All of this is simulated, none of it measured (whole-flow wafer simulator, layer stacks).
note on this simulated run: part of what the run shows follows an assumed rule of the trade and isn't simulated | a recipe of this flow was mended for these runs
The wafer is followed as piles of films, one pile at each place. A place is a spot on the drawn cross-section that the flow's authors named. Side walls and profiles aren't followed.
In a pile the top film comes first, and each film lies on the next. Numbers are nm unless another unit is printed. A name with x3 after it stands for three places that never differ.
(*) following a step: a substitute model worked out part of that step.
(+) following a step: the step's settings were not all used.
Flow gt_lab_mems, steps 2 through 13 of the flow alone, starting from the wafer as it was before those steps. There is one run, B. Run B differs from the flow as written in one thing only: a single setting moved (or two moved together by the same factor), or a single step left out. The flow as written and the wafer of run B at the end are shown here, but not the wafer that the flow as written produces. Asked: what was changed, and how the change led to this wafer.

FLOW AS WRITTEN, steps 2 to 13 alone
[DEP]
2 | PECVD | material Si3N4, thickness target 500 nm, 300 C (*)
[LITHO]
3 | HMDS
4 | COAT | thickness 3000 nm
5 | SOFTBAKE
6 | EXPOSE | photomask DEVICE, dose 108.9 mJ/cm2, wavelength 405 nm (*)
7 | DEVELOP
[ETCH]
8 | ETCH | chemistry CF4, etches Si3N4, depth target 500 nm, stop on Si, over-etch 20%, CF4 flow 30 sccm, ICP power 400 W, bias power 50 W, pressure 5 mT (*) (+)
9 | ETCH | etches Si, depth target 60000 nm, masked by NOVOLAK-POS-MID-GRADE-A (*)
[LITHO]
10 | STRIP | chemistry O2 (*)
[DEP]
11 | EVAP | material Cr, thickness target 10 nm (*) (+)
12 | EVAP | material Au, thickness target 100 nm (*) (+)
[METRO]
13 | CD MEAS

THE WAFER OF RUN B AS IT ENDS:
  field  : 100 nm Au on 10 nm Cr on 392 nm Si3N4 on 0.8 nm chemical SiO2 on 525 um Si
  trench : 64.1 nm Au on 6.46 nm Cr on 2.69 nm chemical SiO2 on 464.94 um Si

The reason: step 2, PECVD: thickness target 392 nm was run, though the flow has thickness target 500 nm.
The wafer lets one read it off: field has Si3N4 392, and step 2 as written asks for 500 nm.

How this came from the change, step by step:
  2 | PECVD | material Si3N4, thickness target 500 nm, 300 C (*)
      field, trench: Si3N4 gains 392 (new film) (as written it would have been: Si3N4 gains 500 (new film))
  8 | ETCH | chemistry CF4, etches Si3N4, depth target 500 nm, stop on Si, over-etch 20%, CF4 flow 30 sccm, ICP power 400 W, bias power 50 W, pressure 5 mT (*) (+)
      field: g/i-line-resist loses 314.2 (as written it would have been: g/i-line-resist loses 400)
      trench: Si3N4 loses 392 (all of it), chemical SiO2 loses 0.8 (all of it), Si loses 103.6 (as written it would have been: Si3N4 loses 500 (all of it), chemical SiO2 loses 0.8 (all of it), Si loses 49.6)
  10 | STRIP | chemistry O2 (*)
      field: g/i-line-resist loses 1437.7 (all of it) (as written it would have been: g/i-line-resist loses 1352 (all of it))
